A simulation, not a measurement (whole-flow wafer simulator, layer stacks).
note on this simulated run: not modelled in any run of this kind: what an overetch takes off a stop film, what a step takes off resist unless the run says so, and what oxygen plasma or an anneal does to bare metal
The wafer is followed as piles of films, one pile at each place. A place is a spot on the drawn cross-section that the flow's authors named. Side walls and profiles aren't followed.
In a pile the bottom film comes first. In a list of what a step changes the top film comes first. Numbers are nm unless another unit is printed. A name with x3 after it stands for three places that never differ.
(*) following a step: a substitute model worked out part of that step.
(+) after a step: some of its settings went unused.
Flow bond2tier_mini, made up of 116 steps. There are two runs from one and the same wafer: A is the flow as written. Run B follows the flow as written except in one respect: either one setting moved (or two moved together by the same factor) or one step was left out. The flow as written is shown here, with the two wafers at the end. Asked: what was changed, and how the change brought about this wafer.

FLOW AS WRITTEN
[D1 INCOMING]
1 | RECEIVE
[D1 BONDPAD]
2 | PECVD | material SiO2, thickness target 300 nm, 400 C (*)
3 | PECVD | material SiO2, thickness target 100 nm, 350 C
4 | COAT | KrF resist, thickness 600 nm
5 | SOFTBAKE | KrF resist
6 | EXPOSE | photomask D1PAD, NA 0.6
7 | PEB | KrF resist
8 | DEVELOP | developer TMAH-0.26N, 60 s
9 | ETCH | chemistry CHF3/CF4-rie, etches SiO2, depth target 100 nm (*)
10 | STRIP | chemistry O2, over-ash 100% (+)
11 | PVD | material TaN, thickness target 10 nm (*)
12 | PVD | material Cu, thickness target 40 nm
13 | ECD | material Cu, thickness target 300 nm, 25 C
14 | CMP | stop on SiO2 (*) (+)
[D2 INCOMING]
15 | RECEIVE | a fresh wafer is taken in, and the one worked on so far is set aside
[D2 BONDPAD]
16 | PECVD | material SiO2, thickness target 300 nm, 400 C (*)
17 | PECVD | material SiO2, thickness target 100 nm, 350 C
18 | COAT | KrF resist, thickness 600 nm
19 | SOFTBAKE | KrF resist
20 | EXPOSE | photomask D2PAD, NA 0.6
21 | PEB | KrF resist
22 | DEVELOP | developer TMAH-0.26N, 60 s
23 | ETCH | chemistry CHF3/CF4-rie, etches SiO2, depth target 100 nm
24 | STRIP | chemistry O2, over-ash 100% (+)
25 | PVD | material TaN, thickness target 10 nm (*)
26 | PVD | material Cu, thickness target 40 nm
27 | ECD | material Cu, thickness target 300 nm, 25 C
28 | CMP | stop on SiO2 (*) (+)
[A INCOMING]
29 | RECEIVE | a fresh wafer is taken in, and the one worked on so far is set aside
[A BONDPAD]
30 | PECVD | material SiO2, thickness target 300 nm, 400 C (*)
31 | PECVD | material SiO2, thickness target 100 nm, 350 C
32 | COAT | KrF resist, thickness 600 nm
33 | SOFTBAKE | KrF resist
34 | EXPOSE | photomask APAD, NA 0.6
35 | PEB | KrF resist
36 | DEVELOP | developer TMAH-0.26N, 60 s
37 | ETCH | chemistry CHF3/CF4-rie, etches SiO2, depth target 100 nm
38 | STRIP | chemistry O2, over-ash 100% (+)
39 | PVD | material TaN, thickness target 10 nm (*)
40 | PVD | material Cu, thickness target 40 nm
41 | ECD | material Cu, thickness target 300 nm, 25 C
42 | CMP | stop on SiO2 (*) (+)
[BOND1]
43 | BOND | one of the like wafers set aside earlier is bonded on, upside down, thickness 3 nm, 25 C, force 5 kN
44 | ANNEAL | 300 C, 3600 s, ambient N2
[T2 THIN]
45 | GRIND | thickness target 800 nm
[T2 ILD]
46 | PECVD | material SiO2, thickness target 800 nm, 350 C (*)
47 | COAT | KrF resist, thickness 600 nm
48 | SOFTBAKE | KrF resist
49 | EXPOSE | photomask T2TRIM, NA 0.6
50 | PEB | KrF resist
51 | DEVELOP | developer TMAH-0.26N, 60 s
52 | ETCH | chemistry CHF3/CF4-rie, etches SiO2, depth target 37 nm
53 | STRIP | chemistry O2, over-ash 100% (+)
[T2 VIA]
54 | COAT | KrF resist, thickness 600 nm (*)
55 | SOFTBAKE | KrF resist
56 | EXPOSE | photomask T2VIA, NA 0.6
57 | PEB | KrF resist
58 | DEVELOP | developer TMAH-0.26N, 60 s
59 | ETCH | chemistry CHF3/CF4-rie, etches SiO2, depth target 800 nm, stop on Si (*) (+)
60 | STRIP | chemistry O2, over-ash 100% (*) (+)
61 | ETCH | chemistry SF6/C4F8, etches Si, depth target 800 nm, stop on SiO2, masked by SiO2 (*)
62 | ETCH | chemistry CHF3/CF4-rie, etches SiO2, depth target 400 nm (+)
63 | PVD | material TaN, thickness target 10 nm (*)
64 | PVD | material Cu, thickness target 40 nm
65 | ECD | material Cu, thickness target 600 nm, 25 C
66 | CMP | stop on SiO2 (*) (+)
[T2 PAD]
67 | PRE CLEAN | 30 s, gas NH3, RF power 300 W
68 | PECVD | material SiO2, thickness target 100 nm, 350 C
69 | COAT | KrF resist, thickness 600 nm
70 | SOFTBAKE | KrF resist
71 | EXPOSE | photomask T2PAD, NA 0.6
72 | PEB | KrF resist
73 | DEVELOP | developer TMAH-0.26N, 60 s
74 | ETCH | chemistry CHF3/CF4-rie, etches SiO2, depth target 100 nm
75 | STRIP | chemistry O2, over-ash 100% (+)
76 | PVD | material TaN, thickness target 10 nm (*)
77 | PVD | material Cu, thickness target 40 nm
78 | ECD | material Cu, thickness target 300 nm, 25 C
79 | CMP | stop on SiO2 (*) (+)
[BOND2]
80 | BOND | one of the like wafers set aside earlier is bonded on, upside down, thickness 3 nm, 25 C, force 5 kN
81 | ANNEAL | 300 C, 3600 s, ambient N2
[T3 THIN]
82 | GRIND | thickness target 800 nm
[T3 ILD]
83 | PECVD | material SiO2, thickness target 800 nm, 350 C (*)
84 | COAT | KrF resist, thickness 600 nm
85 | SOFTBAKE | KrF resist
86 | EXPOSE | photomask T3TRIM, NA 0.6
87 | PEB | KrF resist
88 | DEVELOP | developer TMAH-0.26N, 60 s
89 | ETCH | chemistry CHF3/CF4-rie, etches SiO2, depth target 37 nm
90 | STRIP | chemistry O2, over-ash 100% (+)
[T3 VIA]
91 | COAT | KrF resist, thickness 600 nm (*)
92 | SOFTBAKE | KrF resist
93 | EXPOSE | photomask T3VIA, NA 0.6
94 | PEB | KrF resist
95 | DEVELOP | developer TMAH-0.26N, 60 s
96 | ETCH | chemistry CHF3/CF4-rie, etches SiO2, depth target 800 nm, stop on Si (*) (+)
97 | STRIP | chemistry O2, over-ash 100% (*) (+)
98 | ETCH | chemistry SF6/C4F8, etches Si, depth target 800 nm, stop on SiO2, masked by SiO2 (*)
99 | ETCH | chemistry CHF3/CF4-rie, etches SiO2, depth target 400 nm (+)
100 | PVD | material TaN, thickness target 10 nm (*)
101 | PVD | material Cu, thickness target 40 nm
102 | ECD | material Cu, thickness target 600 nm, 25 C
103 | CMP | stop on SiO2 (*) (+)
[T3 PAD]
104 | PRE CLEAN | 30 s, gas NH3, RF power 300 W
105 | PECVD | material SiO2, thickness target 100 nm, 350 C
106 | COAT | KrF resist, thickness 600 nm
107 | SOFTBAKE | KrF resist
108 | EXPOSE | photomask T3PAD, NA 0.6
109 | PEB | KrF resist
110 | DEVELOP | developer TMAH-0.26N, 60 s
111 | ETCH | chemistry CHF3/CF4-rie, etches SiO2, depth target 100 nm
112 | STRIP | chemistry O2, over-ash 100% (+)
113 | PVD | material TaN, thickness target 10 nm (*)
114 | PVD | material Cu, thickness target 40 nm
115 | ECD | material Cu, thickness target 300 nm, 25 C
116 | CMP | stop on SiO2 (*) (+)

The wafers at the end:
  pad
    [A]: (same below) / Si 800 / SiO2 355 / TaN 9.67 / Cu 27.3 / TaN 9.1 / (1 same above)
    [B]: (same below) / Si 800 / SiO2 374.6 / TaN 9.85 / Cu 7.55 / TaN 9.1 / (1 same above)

The reason: step 89, ETCH: depth target 17.4 nm was run, while the flow as written has depth target 37 nm.

How this came from the change, step by step:
  89 | ETCH | chemistry CHF3/CF4-rie, etches SiO2, depth target 37 nm
      field: A KrF resist loses 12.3 | B KrF resist loses 5.8
      pad: A SiO2 loses 37 | B SiO2 loses 17.4
  97 | STRIP | chemistry O2, over-ash 100% (*) (+)
      field: A KrF resist loses 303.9 (all of it) | B KrF resist loses 312.2 (all of it)
      pad: A KrF resist loses 336 (all of it) | B KrF resist loses 327.3 (all of it)
  102 | ECD | material Cu, thickness target 600 nm, 25 C
      pad: A Cu gains 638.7 | B Cu gains 618.2
